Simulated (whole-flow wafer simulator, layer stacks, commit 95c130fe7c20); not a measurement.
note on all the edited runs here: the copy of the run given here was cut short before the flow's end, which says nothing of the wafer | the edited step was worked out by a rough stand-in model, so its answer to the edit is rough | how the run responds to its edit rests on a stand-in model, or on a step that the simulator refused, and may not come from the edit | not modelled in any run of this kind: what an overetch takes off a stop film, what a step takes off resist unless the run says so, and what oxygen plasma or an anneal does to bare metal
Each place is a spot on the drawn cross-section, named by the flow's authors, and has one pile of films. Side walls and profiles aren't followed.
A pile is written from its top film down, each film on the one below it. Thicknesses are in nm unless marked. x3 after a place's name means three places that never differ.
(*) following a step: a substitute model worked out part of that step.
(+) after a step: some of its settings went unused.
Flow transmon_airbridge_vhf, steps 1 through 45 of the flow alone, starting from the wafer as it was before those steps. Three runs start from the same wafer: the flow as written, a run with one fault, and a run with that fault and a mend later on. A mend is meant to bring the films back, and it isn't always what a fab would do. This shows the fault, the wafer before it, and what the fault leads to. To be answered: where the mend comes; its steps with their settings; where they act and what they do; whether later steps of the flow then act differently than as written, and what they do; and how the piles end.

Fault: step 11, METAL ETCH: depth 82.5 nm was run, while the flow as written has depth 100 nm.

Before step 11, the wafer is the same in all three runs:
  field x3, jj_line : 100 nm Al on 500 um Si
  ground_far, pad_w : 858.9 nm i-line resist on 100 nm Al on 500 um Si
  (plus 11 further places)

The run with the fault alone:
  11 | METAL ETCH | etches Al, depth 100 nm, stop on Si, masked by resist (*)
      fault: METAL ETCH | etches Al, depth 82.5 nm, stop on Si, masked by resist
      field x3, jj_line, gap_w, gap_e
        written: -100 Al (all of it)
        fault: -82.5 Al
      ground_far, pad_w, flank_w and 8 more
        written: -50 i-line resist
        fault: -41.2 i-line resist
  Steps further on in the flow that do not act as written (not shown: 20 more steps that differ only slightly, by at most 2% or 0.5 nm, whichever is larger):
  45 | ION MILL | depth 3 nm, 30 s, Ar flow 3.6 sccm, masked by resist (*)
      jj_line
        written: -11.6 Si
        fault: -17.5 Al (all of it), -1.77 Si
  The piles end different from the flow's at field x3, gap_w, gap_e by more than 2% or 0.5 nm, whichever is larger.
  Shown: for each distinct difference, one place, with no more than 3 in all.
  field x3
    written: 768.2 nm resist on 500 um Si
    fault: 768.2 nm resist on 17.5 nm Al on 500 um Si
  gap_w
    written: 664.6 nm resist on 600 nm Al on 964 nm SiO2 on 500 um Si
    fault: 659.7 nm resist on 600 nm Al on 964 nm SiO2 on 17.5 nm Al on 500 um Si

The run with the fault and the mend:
  The mend stands after step 12.
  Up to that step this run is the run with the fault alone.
  12a | COAT | i-line resist, thickness 900 nm (*) (a further turn of the flow's step 6)
      field x3, jj_line, trace_open_s x2, margin_s, bridge_strip, margin_n
        +900 i-line resist (new film)
      pad_w, pad_e
        +889.9 i-line resist (new film)
      flank_w, flank_e
        +880.6 i-line resist (new film)
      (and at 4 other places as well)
  12b | SOFTBAKE | i-line resist, 90 C, 90 s (a further turn of the flow's step 7)
      pad_w, pad_e
        -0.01 i-line resist
      flank_w, flank_e
        -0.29 i-line resist
      gap_w, gap_e
        +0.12 i-line resist
  12c | EXPOSE | i-line resist, thickness 900 nm, photomask AB CPW, dose 155.4 mJ/cm2, NA 0.45, wavelength 365 nm (*) (a further turn of the flow's step 8)
      alters no film at any place that is followed
  12d | PEB | i-line resist, 110 C, 60 s (a further turn of the flow's step 9)
      field x3, jj_line, trace_open_s x2, margin_s, bridge_strip, margin_n
        -41 i-line resist
      pad_w, pad_e
        -40.6 i-line resist
      flank_w, flank_e
        -40.1 i-line resist
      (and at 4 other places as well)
  12e | DEVELOP | i-line resist, thickness 900 nm, developer developer-B, 60 s (a further turn of the flow's step 10)
      ground_far, trace_open_s x2, margin_s, bridge_strip, margin_n
        -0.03 i-line resist
      field x3, jj_line
        -859 i-line resist (all of it)
      gap_w, gap_e
        -902 i-line resist (all of it)
  12f | METAL ETCH | etches Al, depth 17.5 nm, stop on Si, masked by resist (*) (a further turn of the flow's step 11, with different settings)
      ground_far, pad_w, flank_w and 8 more
        -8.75 i-line resist
      field x3, jj_line, gap_w, gap_e
        -17.5 Al (all of it)
  12g | STRIP | i-line resist, 80 C, 600 s (*) (+) (a further turn of the flow's step 12)
      trace_open_s x2, margin_s, bridge_strip, margin_n
        -850.2 i-line resist (all of it)
      pad_w, pad_e
        -840.5 i-line resist (all of it)
      flank_w, flank_e
        -831.4 i-line resist (all of it)
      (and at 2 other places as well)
  Later steps of the flow that are run all act as written at every place that is followed.
  The piles end the same as the flow's at every place that both follow.
